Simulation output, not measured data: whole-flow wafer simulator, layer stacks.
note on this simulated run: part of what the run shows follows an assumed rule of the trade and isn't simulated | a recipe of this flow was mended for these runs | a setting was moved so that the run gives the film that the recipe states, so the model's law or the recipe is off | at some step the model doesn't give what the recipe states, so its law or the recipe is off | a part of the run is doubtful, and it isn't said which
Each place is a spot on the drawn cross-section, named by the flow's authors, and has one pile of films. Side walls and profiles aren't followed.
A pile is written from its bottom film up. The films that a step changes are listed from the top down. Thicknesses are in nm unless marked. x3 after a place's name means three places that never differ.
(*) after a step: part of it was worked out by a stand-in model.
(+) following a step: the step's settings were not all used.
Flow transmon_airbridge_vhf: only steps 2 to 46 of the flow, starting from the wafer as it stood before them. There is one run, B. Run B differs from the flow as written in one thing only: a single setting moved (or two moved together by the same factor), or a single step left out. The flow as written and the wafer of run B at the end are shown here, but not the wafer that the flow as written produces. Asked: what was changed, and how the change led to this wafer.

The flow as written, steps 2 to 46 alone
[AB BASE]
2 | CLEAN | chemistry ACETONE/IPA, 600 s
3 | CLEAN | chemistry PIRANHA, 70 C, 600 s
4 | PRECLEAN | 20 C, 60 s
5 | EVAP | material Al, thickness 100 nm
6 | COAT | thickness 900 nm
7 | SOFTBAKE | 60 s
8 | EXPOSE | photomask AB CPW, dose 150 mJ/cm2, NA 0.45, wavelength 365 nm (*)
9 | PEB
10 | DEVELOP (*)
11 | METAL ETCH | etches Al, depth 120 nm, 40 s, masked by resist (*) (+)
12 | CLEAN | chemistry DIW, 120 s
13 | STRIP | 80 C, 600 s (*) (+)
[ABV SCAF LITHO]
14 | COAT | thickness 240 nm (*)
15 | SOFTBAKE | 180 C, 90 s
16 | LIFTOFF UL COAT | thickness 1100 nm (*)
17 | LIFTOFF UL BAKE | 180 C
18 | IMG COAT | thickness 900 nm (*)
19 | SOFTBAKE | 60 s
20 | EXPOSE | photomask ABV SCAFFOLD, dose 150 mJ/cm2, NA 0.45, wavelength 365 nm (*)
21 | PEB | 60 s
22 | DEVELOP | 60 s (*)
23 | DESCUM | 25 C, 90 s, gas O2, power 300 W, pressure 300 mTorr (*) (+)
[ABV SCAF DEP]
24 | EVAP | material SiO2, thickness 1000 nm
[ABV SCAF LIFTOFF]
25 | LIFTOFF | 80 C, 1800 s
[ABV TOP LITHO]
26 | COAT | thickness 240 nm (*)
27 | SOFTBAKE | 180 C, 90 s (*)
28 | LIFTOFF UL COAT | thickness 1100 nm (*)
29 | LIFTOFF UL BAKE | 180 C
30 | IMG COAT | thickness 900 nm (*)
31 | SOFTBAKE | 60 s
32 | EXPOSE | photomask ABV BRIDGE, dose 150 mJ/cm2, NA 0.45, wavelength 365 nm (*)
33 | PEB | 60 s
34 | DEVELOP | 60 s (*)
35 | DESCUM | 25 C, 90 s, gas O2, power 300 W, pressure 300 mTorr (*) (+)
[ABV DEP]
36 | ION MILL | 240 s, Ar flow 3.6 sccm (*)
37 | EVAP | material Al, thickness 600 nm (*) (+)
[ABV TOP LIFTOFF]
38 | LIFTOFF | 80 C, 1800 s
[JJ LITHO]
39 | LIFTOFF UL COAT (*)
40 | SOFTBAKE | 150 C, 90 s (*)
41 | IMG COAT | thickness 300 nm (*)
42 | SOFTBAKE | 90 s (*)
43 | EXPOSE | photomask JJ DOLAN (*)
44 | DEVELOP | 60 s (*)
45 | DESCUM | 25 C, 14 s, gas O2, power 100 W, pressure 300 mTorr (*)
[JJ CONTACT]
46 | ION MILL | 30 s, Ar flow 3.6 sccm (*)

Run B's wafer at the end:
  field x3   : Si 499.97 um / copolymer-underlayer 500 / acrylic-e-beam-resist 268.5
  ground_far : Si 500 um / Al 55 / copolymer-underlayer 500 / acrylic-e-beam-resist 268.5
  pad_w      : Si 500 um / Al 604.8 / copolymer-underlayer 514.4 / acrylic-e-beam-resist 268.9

Cause: step 5, EVAP: thickness 55 nm was run, whereas the flow has thickness 100 nm.
One can read it off the wafer: ground_far has Al 55, and step 5 as written asks for 100 nm.

Step by step, how the change led to this:
  5 | EVAP | material Al, thickness 100 nm
      field x3, jj_line, ground_far and 12 more: Al gains 55 (new film) (as written it would have been: Al gains 100 (new film))
  11 | METAL ETCH | etches Al, depth 120 nm, 40 s, masked by resist (*) (+)
      field x3, jj_line, gap_w, gap_e: Al loses 41.7 (all of it), Si loses 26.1 (as written it would have been: Al loses 86.7 (all of it), Si loses 11.1)
  14 | COAT | thickness 240 nm (*)
      flank_w, flank_e: acrylic-e-beam-resist gains 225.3 (new film) (as written it would have been: acrylic-e-beam-resist gains 220.6 (new film))
  23 | DESCUM | 25 C, 90 s, gas O2, power 300 W, pressure 300 mTorr (*) (+)
      flank_w, flank_e: acrylic-e-beam-resist loses 225.3 (all of it) (as written it would have been: acrylic-e-beam-resist loses 220.6 (all of it))
  26 | COAT | thickness 240 nm (*)
      flank_w, flank_e: acrylic-e-beam-resist gains 158.8 (new film) (as written it would have been: acrylic-e-beam-resist gains 155.2 (new film))
  35 | DESCUM | 25 C, 90 s, gas O2, power 300 W, pressure 300 mTorr (*) (+)
      flank_w, flank_e: acrylic-e-beam-resist loses 158.8 (all of it) (as written it would have been: acrylic-e-beam-resist loses 155.2 (all of it))
  41 | IMG COAT | thickness 300 nm (*)
      flank_w, flank_e: acrylic-e-beam-resist gains 221.7 (new film) (as written it would have been: acrylic-e-beam-resist gains 217.1 (new film))
